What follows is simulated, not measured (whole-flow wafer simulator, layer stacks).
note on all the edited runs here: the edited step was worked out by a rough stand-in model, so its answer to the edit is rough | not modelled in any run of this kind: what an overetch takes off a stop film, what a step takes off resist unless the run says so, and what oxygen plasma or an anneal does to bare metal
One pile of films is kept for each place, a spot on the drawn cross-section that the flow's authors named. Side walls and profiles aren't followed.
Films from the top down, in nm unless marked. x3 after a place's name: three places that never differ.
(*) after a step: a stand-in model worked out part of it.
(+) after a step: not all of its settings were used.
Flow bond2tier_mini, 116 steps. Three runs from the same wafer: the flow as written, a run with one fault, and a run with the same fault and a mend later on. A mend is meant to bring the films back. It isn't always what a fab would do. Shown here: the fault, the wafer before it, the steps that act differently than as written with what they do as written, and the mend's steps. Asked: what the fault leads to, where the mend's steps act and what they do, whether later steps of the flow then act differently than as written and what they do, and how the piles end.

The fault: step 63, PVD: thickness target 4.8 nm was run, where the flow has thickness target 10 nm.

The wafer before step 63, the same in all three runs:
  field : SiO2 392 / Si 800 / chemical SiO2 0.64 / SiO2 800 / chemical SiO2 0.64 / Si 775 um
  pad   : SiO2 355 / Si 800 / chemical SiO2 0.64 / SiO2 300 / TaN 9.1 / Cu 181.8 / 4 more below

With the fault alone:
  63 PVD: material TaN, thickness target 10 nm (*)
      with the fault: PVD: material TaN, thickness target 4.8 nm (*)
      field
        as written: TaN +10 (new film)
        with the fault: TaN +4.8 (new film)
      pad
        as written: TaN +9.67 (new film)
        with the fault: TaN +4.64 (new film)
  Later steps of the flow that act differently than as written (1 more step differs only slightly, by at most 2% or 0.5 nm, whichever is larger, and isn't shown):
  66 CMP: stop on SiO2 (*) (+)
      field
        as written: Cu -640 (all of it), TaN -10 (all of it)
        with the fault: Cu -640 (all of it), TaN -4.8 (all of it)
  At the end the piles differ from the flow's by more than 2% or 0.5 nm, whichever is larger, at pad.
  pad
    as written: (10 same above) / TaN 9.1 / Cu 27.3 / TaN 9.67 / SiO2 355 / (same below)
    with the fault: (10 same above) / TaN 9.1 / Cu 32.4 / TaN 4.64 / SiO2 355 / (same below)

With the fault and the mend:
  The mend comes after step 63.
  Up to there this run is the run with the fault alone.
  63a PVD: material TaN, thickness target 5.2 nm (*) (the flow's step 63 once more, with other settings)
      field
        TaN +5.2
      pad
        TaN +5.02
  No later step of the flow acts differently than as written at any place that is followed.
  At the end the piles differ from the flow's only slightly at the places that both follow, by at most 2% or 0.5 nm, whichever is larger.
